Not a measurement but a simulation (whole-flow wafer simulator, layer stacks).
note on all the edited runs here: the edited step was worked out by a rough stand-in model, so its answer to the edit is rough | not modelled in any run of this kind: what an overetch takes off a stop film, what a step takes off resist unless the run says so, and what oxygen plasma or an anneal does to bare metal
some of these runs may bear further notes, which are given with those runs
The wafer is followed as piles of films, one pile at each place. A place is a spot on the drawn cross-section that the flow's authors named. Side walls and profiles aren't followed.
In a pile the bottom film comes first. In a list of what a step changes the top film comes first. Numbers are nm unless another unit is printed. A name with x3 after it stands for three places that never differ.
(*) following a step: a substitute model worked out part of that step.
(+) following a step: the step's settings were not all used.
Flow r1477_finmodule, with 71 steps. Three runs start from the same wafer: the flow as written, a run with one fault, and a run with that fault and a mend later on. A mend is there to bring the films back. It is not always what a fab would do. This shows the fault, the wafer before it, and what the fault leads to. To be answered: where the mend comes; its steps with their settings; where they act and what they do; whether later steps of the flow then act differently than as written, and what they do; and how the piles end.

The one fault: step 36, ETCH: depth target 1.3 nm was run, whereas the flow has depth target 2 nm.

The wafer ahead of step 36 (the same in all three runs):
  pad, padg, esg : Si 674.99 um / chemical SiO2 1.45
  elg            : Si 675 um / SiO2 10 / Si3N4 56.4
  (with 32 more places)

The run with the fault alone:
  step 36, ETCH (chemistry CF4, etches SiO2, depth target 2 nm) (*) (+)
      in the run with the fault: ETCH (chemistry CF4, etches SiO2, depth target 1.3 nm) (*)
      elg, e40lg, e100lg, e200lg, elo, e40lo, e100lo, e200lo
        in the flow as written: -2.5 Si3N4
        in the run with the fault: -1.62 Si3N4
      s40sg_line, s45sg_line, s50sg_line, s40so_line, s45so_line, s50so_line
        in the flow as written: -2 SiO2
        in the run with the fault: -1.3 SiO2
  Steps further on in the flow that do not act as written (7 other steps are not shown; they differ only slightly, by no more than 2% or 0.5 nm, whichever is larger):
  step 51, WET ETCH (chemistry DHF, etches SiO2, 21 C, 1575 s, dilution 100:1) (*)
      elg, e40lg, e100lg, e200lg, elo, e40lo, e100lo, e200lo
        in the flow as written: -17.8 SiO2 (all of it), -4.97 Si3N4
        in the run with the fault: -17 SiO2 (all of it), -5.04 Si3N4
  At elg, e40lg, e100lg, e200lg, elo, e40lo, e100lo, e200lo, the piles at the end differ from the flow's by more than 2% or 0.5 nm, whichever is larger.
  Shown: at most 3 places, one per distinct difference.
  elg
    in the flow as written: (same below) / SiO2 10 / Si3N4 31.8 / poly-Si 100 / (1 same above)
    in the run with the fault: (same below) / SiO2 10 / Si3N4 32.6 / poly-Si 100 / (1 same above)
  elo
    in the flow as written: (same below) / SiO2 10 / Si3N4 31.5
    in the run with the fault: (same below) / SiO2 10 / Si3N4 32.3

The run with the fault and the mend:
  The mend follows step 36.
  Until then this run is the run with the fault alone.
  step 36a, ETCH (chemistry CF4, etches SiO2, depth target 0.7 nm) (*) (the flow's step 36, run once more with other settings)
      pad, padg, e40sg and 11 more
        -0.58 Si
      elg, e40lg, e100lg, e200lg, elo, e40lo, e100lo, e200lo
        -0.88 Si3N4
      s40sg_line, s45sg_line, s50sg_line, s40so_line, s45so_line, s50so_line
        -0.7 SiO2
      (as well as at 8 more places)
  None of the later steps of the flow differs from how it acts as written, at any place that is followed, by more than 2% or 0.5 nm, whichever is larger.
  When the end is reached, the piles differ only a little from the flow's at the places that both follow, at most by 2% or 0.5 nm, whichever is larger.
